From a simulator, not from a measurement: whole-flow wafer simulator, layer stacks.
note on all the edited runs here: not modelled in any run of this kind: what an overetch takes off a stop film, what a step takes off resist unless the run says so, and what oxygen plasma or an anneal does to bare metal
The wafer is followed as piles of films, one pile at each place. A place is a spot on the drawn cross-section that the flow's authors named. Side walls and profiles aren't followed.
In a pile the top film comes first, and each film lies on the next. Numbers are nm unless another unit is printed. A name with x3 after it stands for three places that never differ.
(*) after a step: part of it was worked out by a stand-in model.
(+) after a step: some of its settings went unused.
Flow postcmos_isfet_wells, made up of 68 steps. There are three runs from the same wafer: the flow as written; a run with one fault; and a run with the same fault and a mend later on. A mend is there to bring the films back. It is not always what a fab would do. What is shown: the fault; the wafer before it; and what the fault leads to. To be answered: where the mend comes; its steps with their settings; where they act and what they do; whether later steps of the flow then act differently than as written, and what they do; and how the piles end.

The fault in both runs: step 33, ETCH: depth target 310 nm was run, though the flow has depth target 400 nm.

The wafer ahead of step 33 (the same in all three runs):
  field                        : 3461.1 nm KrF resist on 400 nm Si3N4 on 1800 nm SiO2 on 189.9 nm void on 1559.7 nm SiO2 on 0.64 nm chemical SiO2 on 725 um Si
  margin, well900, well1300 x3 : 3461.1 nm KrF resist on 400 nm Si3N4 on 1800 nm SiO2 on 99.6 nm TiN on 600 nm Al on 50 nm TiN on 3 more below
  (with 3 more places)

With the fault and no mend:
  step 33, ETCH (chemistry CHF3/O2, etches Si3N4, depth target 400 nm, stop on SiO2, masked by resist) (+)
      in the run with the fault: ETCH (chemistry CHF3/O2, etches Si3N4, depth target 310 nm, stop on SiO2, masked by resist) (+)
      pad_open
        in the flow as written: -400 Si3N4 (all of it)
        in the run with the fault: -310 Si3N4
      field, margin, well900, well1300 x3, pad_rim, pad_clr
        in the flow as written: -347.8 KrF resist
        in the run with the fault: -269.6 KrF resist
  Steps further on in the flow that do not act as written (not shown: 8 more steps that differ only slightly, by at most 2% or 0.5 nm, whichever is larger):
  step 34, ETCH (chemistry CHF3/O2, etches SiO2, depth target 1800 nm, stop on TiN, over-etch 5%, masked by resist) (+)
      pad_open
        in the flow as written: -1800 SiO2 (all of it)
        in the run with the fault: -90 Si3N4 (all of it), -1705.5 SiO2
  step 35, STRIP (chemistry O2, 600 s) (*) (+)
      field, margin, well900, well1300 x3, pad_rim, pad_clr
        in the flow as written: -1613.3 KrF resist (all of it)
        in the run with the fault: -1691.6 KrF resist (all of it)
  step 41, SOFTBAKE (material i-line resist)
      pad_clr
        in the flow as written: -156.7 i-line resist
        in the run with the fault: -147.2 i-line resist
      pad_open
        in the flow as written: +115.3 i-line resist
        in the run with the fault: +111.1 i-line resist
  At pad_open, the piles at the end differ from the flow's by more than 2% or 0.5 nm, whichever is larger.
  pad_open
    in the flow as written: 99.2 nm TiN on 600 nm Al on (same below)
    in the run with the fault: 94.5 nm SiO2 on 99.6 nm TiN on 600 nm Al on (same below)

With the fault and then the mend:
  After step 33 comes the mend.
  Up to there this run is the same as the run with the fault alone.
  step 33a, ETCH (chemistry CHF3/O2, etches Si3N4, depth target 90 nm, stop on SiO2, masked by resist) (a further turn of the flow's step 33, with different settings)
      field, margin, well900, well1300 x3, pad_rim, pad_clr
        -78.3 KrF resist
      pad_open
        -90 Si3N4 (all of it)
  None of the later steps of the flow acts differently than as written at any place that is followed.
  By the end, the piles equal the flow's at every place that both follow.
